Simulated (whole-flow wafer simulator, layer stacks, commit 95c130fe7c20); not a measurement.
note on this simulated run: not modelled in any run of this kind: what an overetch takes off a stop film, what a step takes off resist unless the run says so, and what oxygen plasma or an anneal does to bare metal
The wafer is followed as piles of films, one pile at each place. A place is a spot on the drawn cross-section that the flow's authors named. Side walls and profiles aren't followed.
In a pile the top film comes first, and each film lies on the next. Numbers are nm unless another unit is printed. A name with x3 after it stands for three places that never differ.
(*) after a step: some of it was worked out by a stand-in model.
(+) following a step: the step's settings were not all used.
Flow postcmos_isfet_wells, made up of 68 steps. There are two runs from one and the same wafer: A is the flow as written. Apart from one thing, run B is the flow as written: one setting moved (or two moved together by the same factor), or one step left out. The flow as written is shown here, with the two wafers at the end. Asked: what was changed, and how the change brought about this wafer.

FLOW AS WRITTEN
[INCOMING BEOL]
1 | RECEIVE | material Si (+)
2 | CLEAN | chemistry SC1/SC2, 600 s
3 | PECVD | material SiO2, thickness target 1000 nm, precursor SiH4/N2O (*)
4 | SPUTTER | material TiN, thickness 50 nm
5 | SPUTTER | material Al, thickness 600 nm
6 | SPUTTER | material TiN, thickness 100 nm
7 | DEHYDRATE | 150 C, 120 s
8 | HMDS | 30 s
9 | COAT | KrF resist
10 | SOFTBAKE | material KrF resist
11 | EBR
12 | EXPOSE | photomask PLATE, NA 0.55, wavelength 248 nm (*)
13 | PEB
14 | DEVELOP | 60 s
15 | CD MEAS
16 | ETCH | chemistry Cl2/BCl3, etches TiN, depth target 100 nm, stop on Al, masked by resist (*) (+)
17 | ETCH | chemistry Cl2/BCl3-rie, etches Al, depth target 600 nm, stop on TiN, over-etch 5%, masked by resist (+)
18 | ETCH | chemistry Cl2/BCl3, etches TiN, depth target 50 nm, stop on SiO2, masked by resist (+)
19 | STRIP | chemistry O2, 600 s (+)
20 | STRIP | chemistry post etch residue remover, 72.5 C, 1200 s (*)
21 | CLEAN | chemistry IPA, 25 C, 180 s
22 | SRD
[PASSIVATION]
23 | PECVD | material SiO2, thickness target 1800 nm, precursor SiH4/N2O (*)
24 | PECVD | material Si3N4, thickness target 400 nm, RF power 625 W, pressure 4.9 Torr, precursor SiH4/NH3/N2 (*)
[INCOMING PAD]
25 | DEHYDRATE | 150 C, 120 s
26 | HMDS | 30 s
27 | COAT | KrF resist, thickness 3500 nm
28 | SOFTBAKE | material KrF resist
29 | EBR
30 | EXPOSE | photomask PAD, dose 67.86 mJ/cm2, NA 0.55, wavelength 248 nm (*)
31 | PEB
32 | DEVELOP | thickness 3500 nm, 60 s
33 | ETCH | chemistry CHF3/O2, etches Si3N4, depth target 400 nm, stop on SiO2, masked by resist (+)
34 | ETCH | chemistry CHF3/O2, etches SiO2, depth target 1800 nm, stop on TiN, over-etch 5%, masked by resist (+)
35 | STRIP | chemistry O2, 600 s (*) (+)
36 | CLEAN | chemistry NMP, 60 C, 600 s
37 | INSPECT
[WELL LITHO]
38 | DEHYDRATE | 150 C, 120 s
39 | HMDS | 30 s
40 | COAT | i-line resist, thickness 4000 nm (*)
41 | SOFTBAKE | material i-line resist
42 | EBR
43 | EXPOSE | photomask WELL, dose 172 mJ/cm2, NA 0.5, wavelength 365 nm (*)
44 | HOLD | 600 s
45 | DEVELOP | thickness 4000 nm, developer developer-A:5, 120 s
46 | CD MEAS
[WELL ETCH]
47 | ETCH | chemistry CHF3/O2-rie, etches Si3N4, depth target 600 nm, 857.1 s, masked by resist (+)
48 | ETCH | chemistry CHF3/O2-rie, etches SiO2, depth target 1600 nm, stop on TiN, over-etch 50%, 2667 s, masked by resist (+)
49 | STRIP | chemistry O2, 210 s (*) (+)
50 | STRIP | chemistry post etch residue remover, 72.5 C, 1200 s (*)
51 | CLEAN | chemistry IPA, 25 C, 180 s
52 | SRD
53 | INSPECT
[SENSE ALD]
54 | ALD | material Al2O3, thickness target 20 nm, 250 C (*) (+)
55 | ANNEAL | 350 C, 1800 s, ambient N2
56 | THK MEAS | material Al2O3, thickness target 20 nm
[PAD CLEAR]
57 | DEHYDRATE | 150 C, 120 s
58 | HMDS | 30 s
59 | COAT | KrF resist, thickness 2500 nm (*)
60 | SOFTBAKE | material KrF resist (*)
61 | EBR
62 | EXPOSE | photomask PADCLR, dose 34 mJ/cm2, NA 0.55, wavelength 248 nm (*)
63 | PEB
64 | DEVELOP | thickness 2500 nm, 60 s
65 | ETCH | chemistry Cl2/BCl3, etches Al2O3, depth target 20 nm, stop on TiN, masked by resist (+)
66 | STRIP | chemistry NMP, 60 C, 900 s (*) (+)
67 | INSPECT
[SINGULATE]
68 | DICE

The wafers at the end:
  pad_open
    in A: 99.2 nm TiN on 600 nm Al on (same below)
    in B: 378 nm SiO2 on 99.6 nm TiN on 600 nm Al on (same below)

Cause: step 34, ETCH: depth target 1422 nm was run, though the flow has depth target 1800 nm.

How this came from the change, step by step:
  34 | ETCH | chemistry CHF3/O2, etches SiO2, depth target 1800 nm, stop on TiN, over-etch 5%, masked by resist (+)
      pad_open: A -1800 SiO2 (all of it) | B -1422 SiO2
      field, margin, well900, well1300 x3, pad_rim, pad_clr: A -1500 KrF resist | B -1185 KrF resist
  35 | STRIP | chemistry O2, 600 s (*) (+)
      field, margin, well900, well1300 x3, pad_rim, pad_clr: A -1638.4 KrF resist (all of it) | B -1953.4 KrF resist (all of it)
  40 | COAT | i-line resist, thickness 4000 nm (*)
      pad_clr: A +3256.8 i-line resist (new film) | B +3376 i-line resist (new film)
      pad_open: A +4804.7 i-line resist (new film) | B +4668.5 i-line resist (new film)
  41 | SOFTBAKE | material i-line resist
      pad_clr: A -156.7 i-line resist | B -120.1 i-line resist
      pad_open: A +115.3 i-line resist | B +98.2 i-line resist
  49 | STRIP | chemistry O2, 210 s (*) (+)
      pad_clr: A -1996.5 i-line resist (all of it) | B -2152.3 i-line resist (all of it)
      pad_open: A -3816.3 i-line resist (all of it) | B -3663.1 i-line resist (all of it)
  59 | COAT | KrF resist, thickness 2500 nm (*)
      pad_rim: A +1976.4 KrF resist (new film) | B +2062.6 KrF resist (new film)
      pad_clr: A +1691.6 KrF resist (new film) | B +1819.4 KrF resist (new film)
      (and at 1 other place as well)
  60 | SOFTBAKE | material KrF resist (*)
      pad_clr: A -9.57 KrF resist | B -7.92 KrF resist
  64 | DEVELOP | thickness 2500 nm, 60 s
      pad_clr: A -1682 KrF resist (all of it) | B -1811.4 KrF resist (all of it)
      pad_open: A -3067.2 KrF resist (all of it) | B -2971.9 KrF resist (all of it)
  66 | STRIP | chemistry NMP, 60 C, 900 s (*) (+)
      pad_rim: A -1937.7 KrF resist (all of it) | B -2023.5 KrF resist (all of it)
